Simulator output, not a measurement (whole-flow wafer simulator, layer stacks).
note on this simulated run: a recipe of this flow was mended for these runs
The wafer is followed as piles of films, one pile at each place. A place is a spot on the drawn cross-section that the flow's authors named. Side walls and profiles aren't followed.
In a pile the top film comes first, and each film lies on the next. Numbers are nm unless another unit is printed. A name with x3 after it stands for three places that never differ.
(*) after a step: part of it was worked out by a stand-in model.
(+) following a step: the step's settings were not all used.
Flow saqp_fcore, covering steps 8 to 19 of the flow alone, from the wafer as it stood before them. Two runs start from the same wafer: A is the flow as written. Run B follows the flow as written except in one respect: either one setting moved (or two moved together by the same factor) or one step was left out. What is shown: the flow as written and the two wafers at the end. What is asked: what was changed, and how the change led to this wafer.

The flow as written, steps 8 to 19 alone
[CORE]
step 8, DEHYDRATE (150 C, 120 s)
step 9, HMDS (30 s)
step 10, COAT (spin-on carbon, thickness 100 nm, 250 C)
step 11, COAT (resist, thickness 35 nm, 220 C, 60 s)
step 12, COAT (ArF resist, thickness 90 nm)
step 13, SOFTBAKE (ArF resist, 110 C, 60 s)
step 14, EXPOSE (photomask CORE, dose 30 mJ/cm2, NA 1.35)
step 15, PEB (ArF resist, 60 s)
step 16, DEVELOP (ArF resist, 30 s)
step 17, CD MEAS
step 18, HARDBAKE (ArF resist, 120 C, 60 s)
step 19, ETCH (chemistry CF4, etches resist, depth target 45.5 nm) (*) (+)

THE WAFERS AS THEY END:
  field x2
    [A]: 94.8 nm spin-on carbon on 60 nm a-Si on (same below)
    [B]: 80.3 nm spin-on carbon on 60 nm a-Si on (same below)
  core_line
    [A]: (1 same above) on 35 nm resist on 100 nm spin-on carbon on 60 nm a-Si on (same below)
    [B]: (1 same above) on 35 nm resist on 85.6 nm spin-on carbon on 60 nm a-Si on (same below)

What caused this: step 10, COAT: thickness 85.6 nm was run, though the flow has thickness 100 nm.
The wafer itself shows it: core_line has spin-on carbon 85.6, and step 10 as written asks for 100 nm.

The path from the change to this, step by step:
  step 10, COAT (spin-on carbon, thickness 100 nm, 250 C)
      field x2, core_line: A spin-on carbon gains 100 (new film) | B spin-on carbon gains 85.6 (new film)
